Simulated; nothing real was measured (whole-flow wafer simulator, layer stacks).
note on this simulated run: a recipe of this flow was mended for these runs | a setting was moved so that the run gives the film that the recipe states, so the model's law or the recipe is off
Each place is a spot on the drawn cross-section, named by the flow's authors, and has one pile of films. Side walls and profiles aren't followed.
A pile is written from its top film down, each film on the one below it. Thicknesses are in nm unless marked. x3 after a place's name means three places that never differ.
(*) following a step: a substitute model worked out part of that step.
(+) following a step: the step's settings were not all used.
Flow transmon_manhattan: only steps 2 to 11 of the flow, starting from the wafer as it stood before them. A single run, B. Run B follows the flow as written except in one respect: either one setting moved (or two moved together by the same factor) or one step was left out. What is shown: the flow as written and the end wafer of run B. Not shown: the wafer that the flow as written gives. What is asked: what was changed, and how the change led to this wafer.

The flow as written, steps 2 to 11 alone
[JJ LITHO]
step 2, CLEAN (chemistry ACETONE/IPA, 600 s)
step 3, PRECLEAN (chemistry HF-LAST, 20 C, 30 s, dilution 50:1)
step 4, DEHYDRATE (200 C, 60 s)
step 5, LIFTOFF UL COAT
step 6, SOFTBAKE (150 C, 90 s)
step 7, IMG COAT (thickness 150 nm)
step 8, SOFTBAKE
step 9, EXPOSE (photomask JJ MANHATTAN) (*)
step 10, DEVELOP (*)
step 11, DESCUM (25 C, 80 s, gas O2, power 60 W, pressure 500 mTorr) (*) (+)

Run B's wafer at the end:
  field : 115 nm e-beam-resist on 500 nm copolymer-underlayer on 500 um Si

Cause: step 7, IMG COAT: thickness 127 nm was run, whereas the flow has thickness 150 nm.

The path from the change to this, step by step:
  step 7, IMG COAT (thickness 150 nm)
      field, chan_a x2: e-beam-resist gains 127 (new film) (as written it would have been: e-beam-resist gains 150 (new film))
  step 10, DEVELOP (*)
      chan_a x2: e-beam-resist loses 127 (all of it), copolymer-underlayer loses 500 (all of it) (as written it would have been: e-beam-resist loses 150 (all of it), copolymer-underlayer loses 500 (all of it))
